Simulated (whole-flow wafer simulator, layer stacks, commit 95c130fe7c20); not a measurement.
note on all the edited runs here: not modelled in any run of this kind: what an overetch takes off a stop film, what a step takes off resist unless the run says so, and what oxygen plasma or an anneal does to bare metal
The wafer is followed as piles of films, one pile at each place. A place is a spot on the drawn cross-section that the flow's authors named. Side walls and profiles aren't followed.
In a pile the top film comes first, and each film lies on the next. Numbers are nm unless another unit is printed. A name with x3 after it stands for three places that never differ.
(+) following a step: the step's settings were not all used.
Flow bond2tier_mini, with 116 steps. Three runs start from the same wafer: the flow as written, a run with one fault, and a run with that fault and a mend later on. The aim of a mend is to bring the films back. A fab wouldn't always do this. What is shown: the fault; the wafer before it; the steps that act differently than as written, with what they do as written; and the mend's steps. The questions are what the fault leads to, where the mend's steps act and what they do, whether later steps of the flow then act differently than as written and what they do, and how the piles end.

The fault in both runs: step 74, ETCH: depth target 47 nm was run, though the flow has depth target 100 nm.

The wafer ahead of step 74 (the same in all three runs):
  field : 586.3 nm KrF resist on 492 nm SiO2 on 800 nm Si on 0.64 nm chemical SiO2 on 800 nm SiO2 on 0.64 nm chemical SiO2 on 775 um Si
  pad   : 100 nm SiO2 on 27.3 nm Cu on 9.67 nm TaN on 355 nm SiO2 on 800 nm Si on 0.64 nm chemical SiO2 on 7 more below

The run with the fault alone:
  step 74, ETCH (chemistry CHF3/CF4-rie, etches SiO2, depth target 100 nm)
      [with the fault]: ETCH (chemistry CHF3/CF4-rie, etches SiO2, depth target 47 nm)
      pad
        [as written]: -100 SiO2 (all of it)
        [with the fault]: -47 SiO2
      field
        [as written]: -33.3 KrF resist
        [with the fault]: -15.7 KrF resist
  Steps further on in the flow that do not act as written (not shown: 1 more step that differs only slightly, by at most 2% or 0.5 nm, whichever is larger):
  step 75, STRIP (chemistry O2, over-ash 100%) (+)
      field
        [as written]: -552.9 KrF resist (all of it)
        [with the fault]: -570.6 KrF resist (all of it)
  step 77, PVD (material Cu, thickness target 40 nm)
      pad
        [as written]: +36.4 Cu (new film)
        [with the fault]: +38.3 Cu (new film)
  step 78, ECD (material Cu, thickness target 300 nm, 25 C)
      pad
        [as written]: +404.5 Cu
        [with the fault]: +349.1 Cu
  At pad, the piles at the end differ from the flow's by more than 2% or 0.5 nm, whichever is larger.
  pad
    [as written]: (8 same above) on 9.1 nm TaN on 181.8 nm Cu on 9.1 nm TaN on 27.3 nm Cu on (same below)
    [with the fault]: (8 same above) on 9.1 nm TaN on 128.3 nm Cu on 9.58 nm TaN on 53 nm SiO2 on 27.3 nm Cu on (same below)

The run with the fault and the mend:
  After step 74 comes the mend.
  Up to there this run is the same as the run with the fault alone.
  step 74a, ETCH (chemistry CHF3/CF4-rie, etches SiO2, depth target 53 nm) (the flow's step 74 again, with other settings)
      field
        -17.7 KrF resist
      pad
        -53 SiO2 (all of it)
  Later steps of the flow that are run all act as written at every place that is followed.
  At every place that both follow, the piles at the end match the flow's.
